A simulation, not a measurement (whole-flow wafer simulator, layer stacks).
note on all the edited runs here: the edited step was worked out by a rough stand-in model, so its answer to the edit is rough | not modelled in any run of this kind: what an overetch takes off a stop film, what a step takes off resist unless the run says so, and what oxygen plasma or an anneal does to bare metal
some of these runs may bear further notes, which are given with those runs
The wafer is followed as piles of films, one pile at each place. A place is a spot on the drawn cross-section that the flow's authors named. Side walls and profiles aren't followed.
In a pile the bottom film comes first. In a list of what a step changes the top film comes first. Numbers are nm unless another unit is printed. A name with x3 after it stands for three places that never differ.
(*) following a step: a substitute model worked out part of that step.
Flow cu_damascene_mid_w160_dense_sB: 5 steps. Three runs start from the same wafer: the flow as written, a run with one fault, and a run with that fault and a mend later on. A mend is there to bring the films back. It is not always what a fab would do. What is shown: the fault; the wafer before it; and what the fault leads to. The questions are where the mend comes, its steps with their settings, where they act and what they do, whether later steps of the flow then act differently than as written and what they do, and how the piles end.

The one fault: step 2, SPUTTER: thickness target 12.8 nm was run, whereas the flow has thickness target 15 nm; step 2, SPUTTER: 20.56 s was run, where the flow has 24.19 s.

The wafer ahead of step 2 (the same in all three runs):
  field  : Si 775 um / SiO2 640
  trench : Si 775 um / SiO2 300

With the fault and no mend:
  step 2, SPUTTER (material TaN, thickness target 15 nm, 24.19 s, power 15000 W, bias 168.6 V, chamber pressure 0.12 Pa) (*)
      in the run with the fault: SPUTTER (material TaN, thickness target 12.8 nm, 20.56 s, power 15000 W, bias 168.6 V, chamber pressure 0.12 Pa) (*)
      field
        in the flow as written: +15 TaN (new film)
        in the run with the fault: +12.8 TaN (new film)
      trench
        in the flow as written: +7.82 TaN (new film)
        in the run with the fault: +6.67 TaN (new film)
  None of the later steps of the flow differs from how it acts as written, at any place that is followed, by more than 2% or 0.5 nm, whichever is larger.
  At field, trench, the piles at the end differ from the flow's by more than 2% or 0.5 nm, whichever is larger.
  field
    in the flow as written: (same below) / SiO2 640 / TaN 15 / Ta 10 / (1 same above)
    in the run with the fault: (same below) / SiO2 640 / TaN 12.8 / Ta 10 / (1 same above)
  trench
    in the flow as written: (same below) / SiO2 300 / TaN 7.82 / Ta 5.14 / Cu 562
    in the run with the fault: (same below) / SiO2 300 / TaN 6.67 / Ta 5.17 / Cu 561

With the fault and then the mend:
  The mend stands after step 2.
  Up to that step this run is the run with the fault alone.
  step 2a, SPUTTER (material TaN, thickness target 2.2 nm, 3.548 s, power 15000 W, bias 168.6 V, chamber pressure 0.12 Pa) (*) (a further turn of the flow's step 2, with different settings)
      field
        +2.2 TaN
      trench
        +1.11 TaN
  None of the later steps of the flow differs from how it acts as written, at any place that is followed, by more than 2% or 0.5 nm, whichever is larger.
  At the end the piles are close to the flow's at the places that both follow, differing by at most 2% or 0.5 nm, whichever is larger.
